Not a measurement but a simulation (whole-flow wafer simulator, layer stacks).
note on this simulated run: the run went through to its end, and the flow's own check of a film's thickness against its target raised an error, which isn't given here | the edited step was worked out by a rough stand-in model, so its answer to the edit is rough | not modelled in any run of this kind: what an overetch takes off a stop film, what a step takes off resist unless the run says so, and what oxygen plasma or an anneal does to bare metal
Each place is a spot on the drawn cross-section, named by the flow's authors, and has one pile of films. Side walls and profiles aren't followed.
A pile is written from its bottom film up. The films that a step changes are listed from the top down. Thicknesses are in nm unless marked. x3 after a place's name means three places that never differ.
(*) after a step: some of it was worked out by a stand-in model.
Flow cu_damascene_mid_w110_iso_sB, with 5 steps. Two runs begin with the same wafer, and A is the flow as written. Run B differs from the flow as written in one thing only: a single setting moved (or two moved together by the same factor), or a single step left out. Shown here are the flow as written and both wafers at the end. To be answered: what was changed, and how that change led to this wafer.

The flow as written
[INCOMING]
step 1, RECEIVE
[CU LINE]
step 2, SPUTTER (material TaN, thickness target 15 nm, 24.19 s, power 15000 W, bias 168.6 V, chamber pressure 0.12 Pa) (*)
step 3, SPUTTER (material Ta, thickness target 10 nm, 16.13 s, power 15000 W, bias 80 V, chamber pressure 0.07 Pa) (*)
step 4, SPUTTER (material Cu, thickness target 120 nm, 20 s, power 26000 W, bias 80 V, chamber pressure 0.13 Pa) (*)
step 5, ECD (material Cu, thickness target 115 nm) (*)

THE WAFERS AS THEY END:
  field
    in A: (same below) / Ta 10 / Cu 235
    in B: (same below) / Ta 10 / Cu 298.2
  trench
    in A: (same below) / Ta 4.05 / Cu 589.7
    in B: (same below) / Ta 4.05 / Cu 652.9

What caused this: step 5, ECD: thickness target 178.2 nm was run, whereas the flow has thickness target 115 nm.

How this came from the change, step by step:
  step 5, ECD (material Cu, thickness target 115 nm) (*)
      field: A Cu gains 115 | B Cu gains 178.2
      trench: A Cu gains 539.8 | B Cu gains 603
